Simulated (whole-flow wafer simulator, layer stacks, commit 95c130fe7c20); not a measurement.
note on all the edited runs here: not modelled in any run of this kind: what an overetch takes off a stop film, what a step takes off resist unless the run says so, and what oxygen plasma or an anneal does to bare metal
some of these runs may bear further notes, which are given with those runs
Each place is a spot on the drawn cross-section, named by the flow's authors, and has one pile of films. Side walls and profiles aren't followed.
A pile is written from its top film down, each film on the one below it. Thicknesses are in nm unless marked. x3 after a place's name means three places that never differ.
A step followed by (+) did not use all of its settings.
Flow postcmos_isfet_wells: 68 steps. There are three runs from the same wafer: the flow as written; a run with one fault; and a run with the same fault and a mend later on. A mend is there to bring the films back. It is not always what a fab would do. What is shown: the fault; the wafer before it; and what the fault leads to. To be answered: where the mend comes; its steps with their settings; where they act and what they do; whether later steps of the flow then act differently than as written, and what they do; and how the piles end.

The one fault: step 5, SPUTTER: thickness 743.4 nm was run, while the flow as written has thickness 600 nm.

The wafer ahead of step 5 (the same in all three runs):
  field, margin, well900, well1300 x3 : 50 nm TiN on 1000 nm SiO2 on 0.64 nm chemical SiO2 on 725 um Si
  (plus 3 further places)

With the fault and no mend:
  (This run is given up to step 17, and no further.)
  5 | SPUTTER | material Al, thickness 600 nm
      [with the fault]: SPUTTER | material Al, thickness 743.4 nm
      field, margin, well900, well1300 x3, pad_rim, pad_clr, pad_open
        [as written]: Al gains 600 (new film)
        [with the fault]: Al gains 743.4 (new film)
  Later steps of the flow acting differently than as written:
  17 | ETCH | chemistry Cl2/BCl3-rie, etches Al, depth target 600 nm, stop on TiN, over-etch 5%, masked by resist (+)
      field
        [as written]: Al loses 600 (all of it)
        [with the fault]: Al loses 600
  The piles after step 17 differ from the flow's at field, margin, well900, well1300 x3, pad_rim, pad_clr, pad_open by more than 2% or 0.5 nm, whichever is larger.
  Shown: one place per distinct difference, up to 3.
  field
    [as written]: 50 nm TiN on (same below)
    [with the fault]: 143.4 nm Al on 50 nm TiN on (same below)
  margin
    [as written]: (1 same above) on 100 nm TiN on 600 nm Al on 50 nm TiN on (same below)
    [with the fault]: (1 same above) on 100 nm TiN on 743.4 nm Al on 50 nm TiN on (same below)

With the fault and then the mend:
  The mend stands after step 5.
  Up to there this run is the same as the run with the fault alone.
  5a | ETCH | chemistry al pan, depth target 854.9 nm
      field, margin, well900, well1300 x3, pad_rim, pad_clr, pad_open
        Al loses 743.4 (all of it)
  5b | SPUTTER | material Al, thickness 600 nm (the flow's step 5 again)
      field, margin, well900, well1300 x3, pad_rim, pad_clr, pad_open
        Al gains 600 (new film)
  None of the later steps of the flow acts differently than as written at any place that is followed.
  At every place that both follow, the piles at the end match the flow's.
